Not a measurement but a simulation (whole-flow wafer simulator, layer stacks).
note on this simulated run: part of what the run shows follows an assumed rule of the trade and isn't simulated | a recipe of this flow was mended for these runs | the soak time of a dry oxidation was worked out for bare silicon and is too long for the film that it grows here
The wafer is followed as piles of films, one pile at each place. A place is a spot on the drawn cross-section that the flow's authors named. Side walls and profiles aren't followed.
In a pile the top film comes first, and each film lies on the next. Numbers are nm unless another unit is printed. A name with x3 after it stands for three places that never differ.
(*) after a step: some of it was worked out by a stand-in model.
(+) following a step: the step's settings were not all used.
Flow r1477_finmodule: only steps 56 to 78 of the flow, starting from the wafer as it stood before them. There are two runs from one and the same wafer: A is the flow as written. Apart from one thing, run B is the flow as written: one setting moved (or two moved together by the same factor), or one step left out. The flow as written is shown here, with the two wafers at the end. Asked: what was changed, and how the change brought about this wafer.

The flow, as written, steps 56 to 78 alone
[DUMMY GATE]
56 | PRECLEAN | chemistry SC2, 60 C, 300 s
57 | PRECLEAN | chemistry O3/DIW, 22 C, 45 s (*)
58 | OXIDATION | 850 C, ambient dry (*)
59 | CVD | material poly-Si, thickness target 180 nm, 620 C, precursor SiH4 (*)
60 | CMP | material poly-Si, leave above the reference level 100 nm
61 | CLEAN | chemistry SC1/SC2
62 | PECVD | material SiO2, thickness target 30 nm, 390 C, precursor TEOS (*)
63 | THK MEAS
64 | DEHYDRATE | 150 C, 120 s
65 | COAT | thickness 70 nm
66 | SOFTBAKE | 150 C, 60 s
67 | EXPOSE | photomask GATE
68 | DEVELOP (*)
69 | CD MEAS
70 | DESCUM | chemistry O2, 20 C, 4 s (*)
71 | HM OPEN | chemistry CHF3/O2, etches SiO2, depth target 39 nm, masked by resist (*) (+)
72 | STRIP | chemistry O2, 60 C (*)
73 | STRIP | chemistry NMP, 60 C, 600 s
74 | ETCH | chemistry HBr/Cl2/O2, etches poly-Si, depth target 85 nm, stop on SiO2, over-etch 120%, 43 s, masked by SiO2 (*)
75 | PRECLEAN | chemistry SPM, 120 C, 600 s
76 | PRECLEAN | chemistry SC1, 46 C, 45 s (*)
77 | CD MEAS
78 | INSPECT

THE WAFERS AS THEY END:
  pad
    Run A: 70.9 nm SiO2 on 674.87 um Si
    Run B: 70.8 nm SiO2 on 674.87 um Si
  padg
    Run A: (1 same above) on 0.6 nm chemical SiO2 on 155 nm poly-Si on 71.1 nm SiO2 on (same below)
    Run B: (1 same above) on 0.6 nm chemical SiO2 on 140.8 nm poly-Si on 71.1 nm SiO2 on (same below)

What caused this: step 59, CVD: thickness target 141.1 nm was run, whereas the flow has thickness target 180 nm.

The path from the change to this, step by step:
  59 | CVD | material poly-Si, thickness target 180 nm, 620 C, precursor SiH4 (*)
      esg x6, s40cg x3, eso x6, s40co x3: A poly-Si gains 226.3 (new film) | B poly-Si gains 187.4 (new film)
      pad, padg, elg x7, elo x7: A poly-Si gains 180 (new film) | B poly-Si gains 141.1 (new film)
      (and at 2 other places as well)
  60 | CMP | material poly-Si, leave above the reference level 100 nm
      pad, padg: A poly-Si loses 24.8 | B nothing
      elg x7, esg x6, s40cg x3, elo x7, eso x6, s40co x3: A poly-Si loses 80 | B poly-Si loses 41.1
      (and at 2 other places as well)
  74 | ETCH | chemistry HBr/Cl2/O2, etches poly-Si, depth target 85 nm, stop on SiO2, over-etch 120%, 43 s, masked by SiO2 (*)
      pad: A chemical SiO2 loses 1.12 (all of it), poly-Si loses 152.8 (all of it), SiO2 loses 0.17 | B chemical SiO2 loses 1.12 (all of it), poly-Si loses 138.7 (all of it), SiO2 loses 0.24
